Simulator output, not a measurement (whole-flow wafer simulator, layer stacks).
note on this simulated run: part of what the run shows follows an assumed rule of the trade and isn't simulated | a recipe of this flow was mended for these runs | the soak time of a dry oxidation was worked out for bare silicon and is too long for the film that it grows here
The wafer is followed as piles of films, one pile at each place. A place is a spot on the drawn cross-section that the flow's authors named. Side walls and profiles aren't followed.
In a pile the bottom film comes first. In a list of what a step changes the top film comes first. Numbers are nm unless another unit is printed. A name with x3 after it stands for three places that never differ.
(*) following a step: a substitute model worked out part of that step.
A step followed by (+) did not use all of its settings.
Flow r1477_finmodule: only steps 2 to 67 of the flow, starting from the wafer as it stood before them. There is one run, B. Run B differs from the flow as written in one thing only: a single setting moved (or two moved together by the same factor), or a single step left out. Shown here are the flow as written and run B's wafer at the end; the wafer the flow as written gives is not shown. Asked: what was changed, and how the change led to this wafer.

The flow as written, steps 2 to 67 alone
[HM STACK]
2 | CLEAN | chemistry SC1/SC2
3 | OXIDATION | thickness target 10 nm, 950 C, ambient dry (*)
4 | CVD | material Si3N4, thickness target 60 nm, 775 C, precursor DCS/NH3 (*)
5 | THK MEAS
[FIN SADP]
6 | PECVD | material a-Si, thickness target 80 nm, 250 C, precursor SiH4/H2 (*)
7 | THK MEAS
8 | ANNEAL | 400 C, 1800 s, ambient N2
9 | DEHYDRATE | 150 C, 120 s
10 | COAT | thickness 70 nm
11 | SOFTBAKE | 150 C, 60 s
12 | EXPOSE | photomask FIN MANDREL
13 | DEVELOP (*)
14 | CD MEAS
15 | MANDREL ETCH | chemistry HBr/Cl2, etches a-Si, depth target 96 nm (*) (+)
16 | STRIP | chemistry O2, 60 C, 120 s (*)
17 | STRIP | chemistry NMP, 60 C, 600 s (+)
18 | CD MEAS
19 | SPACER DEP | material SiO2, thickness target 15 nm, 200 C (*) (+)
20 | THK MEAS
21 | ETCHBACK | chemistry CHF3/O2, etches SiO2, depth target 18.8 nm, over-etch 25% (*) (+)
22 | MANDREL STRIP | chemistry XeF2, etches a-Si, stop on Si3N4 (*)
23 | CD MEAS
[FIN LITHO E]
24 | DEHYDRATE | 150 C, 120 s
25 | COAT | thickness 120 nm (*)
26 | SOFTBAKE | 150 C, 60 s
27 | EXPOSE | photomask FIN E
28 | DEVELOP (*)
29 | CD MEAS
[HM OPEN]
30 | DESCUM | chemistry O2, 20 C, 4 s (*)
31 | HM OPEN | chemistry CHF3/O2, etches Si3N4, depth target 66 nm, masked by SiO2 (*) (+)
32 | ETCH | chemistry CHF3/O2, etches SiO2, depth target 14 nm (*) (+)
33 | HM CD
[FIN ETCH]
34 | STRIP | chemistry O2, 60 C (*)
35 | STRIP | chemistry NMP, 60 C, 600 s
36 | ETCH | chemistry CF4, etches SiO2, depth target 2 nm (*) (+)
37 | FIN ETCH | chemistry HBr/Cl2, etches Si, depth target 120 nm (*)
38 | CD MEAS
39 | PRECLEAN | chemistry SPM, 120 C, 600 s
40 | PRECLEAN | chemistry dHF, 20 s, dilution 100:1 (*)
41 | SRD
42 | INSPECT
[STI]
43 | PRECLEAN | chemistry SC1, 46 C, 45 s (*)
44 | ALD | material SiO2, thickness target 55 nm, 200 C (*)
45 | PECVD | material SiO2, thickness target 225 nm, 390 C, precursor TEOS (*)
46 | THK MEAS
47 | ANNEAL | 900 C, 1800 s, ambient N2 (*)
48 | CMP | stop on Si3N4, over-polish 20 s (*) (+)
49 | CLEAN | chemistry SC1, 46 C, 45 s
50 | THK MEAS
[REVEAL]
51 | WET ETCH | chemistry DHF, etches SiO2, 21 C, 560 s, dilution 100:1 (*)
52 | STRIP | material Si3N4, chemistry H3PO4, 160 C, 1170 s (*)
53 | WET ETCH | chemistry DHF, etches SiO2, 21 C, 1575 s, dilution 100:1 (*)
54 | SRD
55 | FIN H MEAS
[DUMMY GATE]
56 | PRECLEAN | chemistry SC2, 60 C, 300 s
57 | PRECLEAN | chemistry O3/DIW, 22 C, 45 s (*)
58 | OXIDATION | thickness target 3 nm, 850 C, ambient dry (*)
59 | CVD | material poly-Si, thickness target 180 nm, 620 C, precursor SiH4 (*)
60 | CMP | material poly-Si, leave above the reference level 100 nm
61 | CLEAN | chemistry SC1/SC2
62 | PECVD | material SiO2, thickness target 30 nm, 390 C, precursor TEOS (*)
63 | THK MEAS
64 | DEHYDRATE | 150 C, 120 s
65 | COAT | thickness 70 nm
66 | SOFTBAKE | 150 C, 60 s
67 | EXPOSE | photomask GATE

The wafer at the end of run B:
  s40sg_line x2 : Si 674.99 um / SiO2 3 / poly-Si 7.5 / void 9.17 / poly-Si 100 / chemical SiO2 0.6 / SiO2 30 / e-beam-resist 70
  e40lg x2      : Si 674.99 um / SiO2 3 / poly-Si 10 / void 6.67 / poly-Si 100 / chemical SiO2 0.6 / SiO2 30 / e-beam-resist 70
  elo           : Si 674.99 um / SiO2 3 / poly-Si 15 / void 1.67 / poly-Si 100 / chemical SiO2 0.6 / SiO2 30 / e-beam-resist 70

Cause: step 53, WET ETCH: 315 s was run, though the flow has 1575 s.

How this came from the change, step by step:
  53 | WET ETCH | chemistry DHF, etches SiO2, 21 C, 1575 s, dilution 100:1 (*)
      esg x2, e40sg x2, e100sg x2 and 14 more: SiO2 loses 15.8 (it would be, as written: SiO2 loses 79.1)
      pad x2: SiO2 loses 17.1 (it would be, as written: SiO2 loses 85.7)
  59 | CVD | material poly-Si, thickness target 180 nm, 620 C, precursor SiH4 (*)
      s40sg_line x2, s45sg_line x2, s50sg_line x2: poly-Si gains 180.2 (new film), void gains 9.17 (new film), poly-Si gains 7.5 (new film) (it would be, as written: poly-Si gains 180 (new film))
      e40lg x2: poly-Si gains 180.2 (new film), void gains 6.67 (new film), poly-Si gains 10 (new film) (it would be, as written: poly-Si gains 180 (new film))
      (also at 25 further places)
  60 | CMP | material poly-Si, leave above the reference level 100 nm
      pad x2: poly-Si loses 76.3 (it would be, as written: poly-Si loses 24.8)
      e100lg x2: poly-Si loses 78.3 (it would be, as written: poly-Si loses 80)
      (also at 5 further places)
